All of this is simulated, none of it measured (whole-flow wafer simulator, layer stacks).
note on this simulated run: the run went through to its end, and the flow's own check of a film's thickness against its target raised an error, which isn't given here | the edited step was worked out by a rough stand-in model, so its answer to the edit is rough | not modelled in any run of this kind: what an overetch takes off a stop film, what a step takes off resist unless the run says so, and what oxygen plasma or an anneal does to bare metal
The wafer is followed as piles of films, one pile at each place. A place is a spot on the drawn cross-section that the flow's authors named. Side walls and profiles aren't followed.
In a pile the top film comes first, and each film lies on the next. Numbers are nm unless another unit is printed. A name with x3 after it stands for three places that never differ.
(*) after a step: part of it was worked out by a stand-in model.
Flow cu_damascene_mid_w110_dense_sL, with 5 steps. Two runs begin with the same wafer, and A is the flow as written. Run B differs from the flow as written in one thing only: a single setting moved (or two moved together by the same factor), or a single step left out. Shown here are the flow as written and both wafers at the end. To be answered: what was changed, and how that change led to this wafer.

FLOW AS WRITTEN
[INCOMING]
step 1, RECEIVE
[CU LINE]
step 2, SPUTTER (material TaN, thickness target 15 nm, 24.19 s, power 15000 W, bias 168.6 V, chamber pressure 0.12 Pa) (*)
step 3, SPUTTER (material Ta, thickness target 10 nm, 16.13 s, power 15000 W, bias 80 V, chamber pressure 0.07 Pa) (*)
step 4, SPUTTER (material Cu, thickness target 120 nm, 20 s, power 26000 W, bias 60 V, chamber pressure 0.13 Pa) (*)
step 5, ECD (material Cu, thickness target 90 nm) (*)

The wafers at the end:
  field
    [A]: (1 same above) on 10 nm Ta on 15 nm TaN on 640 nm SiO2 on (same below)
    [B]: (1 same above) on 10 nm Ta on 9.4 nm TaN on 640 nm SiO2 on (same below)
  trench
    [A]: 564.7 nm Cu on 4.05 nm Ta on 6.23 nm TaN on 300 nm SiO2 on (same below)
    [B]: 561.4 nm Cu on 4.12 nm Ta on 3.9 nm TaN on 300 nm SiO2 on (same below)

Cause: step 2, SPUTTER: thickness target 9.4 nm was run, while the flow as written has thickness target 15 nm; step 2, SPUTTER: 15.12 s was run, where the flow has 24.19 s.
The wafer itself shows it: field has TaN 9.4, and step 2 as written asks for 15 nm.

How this came from the change, step by step:
  step 2, SPUTTER (material TaN, thickness target 15 nm, 24.19 s, power 15000 W, bias 168.6 V, chamber pressure 0.12 Pa) (*)
      field: A TaN gains 15 (new film) | B TaN gains 9.4 (new film)
      trench: A TaN gains 6.23 (new film) | B TaN gains 3.9 (new film)
